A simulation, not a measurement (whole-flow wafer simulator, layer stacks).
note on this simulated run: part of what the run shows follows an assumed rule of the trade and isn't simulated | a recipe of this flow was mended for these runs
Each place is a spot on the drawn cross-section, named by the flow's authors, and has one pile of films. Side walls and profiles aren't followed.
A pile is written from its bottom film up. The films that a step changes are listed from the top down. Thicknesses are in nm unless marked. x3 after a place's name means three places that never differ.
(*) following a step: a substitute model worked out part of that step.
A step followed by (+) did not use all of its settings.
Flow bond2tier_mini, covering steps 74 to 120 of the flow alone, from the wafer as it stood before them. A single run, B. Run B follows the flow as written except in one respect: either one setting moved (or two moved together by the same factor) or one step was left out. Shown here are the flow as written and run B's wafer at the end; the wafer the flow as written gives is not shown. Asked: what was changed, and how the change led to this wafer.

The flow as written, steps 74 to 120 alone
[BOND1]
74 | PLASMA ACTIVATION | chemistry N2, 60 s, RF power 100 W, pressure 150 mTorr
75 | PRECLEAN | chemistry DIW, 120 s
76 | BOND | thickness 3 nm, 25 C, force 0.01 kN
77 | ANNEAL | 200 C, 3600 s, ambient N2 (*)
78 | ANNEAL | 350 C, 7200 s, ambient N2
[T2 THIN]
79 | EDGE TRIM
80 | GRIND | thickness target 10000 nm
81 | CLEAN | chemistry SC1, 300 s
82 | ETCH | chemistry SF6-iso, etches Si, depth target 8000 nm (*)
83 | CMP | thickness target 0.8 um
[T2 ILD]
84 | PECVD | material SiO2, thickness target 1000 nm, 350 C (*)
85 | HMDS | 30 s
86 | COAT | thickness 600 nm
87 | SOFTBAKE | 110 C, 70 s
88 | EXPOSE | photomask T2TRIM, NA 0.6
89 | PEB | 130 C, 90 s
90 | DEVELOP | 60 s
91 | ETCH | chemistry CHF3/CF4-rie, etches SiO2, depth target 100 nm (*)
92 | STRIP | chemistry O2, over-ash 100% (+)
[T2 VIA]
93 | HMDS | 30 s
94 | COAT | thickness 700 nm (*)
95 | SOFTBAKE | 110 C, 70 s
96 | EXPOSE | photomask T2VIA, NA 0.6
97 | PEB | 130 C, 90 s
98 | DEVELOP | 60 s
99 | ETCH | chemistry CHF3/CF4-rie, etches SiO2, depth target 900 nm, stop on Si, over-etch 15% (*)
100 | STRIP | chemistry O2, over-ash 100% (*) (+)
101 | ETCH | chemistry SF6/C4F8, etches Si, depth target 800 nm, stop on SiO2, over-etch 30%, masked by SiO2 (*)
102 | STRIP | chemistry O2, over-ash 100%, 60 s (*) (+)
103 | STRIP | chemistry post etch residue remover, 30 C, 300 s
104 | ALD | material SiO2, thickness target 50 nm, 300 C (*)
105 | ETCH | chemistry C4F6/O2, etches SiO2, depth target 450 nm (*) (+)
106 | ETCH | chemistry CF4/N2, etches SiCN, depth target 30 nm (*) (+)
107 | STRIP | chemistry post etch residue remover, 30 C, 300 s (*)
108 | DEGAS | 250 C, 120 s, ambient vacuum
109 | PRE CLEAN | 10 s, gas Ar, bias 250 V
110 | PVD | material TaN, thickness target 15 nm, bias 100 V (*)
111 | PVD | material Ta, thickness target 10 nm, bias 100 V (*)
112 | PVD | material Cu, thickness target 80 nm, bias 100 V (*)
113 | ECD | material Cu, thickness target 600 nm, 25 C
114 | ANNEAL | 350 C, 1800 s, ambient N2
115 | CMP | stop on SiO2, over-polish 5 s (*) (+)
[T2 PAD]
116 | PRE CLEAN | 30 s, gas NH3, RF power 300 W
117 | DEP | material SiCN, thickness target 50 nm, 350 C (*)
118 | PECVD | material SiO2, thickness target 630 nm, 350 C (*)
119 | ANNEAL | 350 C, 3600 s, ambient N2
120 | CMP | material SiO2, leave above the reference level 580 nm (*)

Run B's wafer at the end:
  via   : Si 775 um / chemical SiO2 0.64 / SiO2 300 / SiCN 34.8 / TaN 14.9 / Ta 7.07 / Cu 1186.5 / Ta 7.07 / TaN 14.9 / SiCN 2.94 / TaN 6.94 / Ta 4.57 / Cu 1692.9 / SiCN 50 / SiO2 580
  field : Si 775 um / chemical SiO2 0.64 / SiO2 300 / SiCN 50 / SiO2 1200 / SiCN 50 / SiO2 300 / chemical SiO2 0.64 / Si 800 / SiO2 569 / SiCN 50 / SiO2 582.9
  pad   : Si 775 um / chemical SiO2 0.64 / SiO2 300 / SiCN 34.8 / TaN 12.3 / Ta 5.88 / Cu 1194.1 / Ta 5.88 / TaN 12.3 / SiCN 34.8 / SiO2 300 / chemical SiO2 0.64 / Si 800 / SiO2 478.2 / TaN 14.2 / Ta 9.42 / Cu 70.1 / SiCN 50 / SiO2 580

The reason: step 106, ETCH: depth target 12.8 nm was run, whereas the flow has depth target 30 nm.

Step by step, how the change led to this:
  106 | ETCH | chemistry CF4/N2, etches SiCN, depth target 30 nm (*) (+)
      via: -12.8 SiCN (it would be, as written: -17.6 SiCN (all of it), -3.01 TaN)
      field, pad: -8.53 SiO2 (it would be, as written: -20 SiO2)
  109 | PRE CLEAN | 10 s, gas Ar, bias 250 V
      via: -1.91 SiCN (it would be, as written: -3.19 TaN)
  110 | PVD | material TaN, thickness target 15 nm, bias 100 V (*)
      via: +6.94 TaN (new film) (it would be, as written: +6.94 TaN)
Taking metal films that touch as one body, via has 2 bodies (between them, from the top down: SiCN 2.94); the flow as written gives 1 body.
